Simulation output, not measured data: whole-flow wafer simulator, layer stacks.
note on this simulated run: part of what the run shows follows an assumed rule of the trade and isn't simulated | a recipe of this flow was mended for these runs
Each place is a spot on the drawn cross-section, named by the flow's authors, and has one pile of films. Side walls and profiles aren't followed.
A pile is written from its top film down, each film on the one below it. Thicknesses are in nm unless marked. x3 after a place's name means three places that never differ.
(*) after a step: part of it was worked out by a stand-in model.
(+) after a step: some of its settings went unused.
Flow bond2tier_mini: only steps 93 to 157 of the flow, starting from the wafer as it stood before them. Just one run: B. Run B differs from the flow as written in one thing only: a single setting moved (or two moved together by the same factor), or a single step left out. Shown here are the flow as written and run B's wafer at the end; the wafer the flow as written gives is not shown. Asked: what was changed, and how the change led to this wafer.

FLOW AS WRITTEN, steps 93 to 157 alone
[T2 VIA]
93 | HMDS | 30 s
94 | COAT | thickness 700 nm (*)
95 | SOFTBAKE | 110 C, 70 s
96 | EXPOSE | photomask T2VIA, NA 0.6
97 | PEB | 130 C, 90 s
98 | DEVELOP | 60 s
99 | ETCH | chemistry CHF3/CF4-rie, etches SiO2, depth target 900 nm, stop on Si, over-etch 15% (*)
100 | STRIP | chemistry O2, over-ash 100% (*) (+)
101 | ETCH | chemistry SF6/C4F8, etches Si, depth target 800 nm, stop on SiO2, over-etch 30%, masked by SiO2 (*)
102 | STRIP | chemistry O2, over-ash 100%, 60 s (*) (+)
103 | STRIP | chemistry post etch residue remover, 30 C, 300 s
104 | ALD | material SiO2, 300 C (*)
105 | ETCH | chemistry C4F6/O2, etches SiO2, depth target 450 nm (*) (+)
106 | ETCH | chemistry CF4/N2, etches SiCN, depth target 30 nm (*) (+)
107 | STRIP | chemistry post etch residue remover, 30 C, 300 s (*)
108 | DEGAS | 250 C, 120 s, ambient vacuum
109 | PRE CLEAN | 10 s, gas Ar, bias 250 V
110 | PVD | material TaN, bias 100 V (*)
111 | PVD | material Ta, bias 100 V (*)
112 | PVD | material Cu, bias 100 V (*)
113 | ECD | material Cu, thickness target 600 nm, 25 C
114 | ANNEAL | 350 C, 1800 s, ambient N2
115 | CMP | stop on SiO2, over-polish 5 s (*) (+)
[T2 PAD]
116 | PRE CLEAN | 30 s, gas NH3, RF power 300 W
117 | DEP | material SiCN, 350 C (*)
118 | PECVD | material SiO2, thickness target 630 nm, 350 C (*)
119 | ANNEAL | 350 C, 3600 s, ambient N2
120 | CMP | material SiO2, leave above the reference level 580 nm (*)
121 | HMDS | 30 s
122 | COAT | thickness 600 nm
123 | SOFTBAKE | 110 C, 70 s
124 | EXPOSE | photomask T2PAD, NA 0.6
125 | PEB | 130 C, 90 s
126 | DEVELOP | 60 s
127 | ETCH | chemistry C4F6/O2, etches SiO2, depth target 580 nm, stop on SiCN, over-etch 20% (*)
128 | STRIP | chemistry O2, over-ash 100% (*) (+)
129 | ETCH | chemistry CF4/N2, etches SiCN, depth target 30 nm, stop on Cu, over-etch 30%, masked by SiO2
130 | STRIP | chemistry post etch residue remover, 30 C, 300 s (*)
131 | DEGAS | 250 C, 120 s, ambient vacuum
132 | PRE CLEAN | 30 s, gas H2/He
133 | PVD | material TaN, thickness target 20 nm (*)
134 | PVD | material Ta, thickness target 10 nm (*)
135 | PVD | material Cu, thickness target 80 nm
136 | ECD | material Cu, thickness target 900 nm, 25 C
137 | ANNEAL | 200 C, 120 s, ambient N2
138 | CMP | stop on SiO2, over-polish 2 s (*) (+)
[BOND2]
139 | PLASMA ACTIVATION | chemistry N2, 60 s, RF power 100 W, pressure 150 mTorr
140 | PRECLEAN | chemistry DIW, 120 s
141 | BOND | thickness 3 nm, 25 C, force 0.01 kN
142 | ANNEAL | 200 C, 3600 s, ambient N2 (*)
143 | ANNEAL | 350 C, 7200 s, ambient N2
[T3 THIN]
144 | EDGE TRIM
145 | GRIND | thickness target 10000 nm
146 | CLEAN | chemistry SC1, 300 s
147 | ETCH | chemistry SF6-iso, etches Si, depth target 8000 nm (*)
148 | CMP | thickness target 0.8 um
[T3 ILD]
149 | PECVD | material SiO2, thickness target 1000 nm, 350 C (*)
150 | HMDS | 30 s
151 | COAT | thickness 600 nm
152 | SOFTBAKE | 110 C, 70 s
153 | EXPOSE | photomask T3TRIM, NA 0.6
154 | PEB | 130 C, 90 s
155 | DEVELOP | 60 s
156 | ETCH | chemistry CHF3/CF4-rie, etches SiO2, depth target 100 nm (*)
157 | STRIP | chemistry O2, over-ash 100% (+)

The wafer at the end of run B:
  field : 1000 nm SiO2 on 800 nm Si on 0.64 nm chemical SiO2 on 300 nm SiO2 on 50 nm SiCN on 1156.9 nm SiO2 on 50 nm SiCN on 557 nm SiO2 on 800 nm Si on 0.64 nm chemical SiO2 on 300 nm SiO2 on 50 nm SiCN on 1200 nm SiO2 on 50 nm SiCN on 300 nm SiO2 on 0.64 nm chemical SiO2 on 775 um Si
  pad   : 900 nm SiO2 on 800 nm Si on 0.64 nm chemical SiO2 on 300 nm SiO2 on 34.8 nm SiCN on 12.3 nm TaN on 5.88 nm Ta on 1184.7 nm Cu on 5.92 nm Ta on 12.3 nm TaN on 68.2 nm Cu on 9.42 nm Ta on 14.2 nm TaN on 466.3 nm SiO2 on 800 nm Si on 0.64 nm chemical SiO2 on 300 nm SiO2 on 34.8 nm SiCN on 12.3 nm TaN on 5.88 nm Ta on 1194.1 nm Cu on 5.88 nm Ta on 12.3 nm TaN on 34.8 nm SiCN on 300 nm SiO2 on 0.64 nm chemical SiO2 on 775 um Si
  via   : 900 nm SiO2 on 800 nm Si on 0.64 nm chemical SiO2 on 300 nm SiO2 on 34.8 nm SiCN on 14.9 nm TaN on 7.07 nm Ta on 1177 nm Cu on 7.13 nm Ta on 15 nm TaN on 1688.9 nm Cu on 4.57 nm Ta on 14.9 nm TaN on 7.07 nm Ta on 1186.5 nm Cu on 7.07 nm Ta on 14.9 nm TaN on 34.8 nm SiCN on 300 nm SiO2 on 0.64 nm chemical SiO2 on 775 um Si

What caused this: step 109, PRE CLEAN: bias 310 V was run, though the flow has bias 250 V.

How this came from the change, step by step:
  109 | PRE CLEAN | 10 s, gas Ar, bias 250 V
      via: -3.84 TaN (as written it would have been: -3.19 TaN)
